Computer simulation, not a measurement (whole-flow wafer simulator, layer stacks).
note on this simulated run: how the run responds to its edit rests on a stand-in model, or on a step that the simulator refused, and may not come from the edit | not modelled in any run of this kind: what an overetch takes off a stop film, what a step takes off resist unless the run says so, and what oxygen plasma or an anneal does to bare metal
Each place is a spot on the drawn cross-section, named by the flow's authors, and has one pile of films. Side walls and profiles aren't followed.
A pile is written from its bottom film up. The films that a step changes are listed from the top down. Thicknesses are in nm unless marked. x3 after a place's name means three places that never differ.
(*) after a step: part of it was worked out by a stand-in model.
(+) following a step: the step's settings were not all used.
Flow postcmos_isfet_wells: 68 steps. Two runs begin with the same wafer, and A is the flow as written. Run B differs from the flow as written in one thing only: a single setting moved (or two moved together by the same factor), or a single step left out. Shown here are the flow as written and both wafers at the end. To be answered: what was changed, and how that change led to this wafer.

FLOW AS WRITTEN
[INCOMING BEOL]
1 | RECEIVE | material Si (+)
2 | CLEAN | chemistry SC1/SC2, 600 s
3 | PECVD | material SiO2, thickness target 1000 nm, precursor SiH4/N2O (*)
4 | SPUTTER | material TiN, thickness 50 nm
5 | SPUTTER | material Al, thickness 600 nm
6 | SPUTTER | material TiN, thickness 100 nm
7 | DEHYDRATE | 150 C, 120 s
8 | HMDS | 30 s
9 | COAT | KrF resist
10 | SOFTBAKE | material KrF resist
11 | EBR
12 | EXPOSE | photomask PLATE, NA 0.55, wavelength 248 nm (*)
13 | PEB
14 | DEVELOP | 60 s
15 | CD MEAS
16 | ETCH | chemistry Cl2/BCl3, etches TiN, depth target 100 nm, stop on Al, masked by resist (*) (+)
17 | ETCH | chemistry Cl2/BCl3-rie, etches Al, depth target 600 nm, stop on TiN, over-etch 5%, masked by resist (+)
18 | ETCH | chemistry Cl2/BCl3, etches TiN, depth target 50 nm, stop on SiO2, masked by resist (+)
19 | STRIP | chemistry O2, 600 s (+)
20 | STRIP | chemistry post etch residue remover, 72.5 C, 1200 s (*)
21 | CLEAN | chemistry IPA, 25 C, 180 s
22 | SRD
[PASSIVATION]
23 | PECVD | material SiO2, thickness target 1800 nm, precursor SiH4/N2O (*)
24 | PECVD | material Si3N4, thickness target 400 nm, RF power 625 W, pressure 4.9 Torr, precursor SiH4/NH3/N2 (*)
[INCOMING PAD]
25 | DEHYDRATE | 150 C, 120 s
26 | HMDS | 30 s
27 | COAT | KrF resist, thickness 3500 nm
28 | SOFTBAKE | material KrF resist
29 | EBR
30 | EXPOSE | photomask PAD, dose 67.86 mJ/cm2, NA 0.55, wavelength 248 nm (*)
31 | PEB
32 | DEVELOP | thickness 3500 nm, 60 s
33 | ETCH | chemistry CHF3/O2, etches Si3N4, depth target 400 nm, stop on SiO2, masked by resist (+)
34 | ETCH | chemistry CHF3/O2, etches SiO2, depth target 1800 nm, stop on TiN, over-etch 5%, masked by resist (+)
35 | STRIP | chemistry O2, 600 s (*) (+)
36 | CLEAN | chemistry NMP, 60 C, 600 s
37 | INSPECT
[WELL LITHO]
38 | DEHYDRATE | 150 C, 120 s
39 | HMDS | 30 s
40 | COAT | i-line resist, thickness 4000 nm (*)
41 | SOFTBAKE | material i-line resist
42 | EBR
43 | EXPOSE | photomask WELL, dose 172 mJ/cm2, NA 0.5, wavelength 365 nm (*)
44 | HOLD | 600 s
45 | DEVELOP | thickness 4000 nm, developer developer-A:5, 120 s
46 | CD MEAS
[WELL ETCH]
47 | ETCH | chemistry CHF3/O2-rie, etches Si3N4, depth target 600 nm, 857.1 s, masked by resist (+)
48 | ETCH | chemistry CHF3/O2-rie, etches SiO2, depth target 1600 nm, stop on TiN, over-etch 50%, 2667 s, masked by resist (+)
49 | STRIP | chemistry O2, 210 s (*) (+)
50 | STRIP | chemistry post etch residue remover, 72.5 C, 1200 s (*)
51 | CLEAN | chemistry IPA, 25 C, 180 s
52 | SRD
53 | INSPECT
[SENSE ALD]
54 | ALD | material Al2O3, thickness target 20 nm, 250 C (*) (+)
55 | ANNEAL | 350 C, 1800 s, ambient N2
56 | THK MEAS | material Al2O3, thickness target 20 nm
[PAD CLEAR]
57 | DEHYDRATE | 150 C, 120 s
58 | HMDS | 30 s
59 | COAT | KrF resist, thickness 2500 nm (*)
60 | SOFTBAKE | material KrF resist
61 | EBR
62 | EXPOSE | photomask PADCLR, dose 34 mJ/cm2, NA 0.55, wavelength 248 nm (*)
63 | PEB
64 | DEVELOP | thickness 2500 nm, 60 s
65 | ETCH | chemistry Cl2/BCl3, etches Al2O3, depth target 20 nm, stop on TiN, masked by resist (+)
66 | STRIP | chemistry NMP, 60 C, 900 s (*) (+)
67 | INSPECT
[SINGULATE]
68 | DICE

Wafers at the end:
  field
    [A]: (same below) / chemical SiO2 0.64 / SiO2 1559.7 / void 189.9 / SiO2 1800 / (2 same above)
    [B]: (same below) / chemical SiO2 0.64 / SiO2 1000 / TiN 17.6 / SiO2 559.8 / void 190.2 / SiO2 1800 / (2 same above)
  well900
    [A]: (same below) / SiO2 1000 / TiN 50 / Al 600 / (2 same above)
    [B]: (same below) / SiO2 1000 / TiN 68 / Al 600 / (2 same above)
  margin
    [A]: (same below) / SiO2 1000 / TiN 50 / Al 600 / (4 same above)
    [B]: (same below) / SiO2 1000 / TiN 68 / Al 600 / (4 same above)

The reason: step 4, SPUTTER: thickness 68 nm was run, while the flow as written has thickness 50 nm.
The wafer itself shows it: well900 has TiN 68, and step 4 as written asks for 50 nm.

Step by step, how the change led to this:
  4 | SPUTTER | material TiN, thickness 50 nm
      field, margin, well900, well1300 x3, pad_rim, pad_clr, pad_open: A +50 TiN (new film) | B +68 TiN (new film)
  18 | ETCH | chemistry Cl2/BCl3, etches TiN, depth target 50 nm, stop on SiO2, masked by resist (+)
      field: A -50 TiN (all of it) | B -50 TiN
  23 | PECVD | material SiO2, thickness target 1800 nm, precursor SiH4/N2O (*)
      field: A +1800 SiO2 (new film), +189.9 void (new film), +559.7 SiO2 | B +1800 SiO2 (new film), +190.2 void (new film), +559.8 SiO2 (new film)
With metal films that touch counted as one body, field has 1 body; the flow as written gives 0 bodies.
